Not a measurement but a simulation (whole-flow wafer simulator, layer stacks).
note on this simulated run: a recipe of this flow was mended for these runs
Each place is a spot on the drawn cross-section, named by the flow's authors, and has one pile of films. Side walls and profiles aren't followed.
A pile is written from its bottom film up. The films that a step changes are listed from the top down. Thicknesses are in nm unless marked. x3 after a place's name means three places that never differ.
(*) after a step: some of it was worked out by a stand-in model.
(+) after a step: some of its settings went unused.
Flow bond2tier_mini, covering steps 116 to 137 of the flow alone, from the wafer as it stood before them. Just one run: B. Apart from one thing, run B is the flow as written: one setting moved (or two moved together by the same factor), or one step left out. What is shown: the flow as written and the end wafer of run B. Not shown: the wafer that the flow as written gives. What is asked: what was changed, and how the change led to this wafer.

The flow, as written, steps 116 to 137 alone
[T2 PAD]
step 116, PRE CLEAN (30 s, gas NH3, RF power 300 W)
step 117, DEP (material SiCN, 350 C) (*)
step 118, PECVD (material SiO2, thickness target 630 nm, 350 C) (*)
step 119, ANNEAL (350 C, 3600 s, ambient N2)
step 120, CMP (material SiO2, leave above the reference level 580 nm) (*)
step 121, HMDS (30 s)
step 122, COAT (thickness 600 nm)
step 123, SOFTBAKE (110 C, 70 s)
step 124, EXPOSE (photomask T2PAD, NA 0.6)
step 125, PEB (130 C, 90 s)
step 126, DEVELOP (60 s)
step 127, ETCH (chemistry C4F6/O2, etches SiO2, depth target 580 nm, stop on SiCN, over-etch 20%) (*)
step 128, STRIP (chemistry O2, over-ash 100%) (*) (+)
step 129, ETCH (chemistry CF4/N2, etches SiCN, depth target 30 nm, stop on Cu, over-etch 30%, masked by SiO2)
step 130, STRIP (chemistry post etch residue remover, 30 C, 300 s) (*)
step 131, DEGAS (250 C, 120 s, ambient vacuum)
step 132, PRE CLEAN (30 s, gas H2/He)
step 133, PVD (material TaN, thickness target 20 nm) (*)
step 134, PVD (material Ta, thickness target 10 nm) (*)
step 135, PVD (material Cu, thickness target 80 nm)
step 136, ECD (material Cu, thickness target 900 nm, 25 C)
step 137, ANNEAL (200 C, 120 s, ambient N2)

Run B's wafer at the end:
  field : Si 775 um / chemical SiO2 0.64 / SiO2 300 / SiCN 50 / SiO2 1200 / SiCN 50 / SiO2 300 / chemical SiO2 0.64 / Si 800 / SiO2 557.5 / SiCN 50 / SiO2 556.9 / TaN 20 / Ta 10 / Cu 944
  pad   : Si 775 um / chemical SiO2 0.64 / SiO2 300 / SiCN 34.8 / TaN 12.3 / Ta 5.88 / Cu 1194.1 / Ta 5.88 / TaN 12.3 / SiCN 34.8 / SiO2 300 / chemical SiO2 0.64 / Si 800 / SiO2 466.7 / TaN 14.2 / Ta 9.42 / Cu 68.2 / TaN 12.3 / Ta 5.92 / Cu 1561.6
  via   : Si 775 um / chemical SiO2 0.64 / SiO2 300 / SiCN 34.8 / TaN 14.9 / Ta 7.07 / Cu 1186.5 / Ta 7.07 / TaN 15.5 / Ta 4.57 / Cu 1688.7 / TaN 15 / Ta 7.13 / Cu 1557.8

Cause: step 135, PVD: thickness target 44 nm was run, though the flow has thickness target 80 nm.

Step by step, how the change led to this:
  step 135, PVD (material Cu, thickness target 80 nm)
      field: Cu gains 44 (new film) (as written it would have been: Cu gains 80 (new film))
      pad: Cu gains 26.9 (new film) (as written it would have been: Cu gains 48.7 (new film))
      (and at 1 other place as well)
